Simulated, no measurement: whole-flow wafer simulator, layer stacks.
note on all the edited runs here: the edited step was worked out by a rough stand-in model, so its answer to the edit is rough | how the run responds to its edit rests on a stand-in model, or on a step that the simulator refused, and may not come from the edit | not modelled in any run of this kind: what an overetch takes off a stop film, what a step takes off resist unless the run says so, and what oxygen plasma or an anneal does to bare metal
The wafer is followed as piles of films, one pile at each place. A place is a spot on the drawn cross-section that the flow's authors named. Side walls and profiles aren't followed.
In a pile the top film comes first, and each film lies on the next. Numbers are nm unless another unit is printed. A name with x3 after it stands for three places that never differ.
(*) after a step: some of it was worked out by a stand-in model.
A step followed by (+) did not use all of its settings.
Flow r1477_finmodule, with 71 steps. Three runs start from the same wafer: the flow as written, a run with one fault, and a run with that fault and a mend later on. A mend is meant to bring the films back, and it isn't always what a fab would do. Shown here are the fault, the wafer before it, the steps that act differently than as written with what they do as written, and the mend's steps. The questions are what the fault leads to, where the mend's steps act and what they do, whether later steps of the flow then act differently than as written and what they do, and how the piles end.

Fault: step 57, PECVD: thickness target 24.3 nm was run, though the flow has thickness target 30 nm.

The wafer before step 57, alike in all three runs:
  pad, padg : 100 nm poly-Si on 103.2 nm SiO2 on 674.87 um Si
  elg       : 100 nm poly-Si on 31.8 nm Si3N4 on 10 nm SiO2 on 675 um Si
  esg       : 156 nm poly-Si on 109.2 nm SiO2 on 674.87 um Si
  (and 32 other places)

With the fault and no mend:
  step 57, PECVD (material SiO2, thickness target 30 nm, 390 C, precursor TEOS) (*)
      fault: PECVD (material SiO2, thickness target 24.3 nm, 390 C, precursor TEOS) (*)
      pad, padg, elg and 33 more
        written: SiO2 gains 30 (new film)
        fault: SiO2 gains 24.3 (new film)
  Steps further on in the flow that do not act as written (1 more step, not shown, differs only slightly: by at most 2% or 0.5 nm, whichever is larger):
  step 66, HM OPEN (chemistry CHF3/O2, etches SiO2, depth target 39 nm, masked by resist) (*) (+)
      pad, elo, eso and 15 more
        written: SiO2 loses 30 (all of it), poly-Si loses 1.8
        fault: SiO2 loses 24.3 (all of it), poly-Si loses 2.43
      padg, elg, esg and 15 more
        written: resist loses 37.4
        fault: resist loses 34.9
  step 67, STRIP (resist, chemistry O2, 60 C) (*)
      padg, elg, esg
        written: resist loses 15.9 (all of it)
        fault: resist loses 18.3 (all of it)
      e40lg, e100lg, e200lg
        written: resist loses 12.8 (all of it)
        fault: resist loses 15.2 (all of it)
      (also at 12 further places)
  The piles end different from the flow's at padg, elg, esg and 15 more by more than 2% or 0.5 nm, whichever is larger.
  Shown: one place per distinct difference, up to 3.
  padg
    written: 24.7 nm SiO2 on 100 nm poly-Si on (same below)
    fault: 19 nm SiO2 on 100 nm poly-Si on (same below)
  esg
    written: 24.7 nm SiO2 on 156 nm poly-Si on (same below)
    fault: 19 nm SiO2 on 156 nm poly-Si on (same below)
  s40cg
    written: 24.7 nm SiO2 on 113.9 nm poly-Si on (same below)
    fault: 19 nm SiO2 on 113.9 nm poly-Si on (same below)

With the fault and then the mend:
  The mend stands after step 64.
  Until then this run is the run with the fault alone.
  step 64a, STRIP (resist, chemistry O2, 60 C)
      padg, elg, esg
        resist loses 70 (all of it)
      e40lg, e100lg, e200lg
        resist loses 66.9 (all of it)
      s40sg, s45sg
        resist loses 91 (all of it)
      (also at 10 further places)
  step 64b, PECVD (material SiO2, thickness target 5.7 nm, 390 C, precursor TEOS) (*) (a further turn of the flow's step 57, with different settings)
      pad, padg, elg and 33 more
        SiO2 gains 5.7
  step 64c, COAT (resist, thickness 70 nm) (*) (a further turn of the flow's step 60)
      e40lg, e100lg, e200lg, elo, e40lo, e100lo, e200lo
        resist gains 66.9 (new film)
      pad, padg, elg, esg
        resist gains 70 (new film)
      s40sg, s45sg, s40so, s45so
        resist gains 91 (new film)
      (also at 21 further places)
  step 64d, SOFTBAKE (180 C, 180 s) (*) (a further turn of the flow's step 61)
      does not change any film at any place that is followed
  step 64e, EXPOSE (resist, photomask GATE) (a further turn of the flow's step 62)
      does not change any film at any place that is followed
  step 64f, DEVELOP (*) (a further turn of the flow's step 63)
      elo, e40lo, e100lo, e200lo
        resist loses 66.9 (all of it)
      eso, e40so
        resist loses 129.5 (all of it)
      s40so, s45so
        resist loses 91 (all of it)
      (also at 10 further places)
  None of the later steps of the flow acts differently than as written at any place that is followed.
  At every place that both follow, the piles at the end match the flow's.
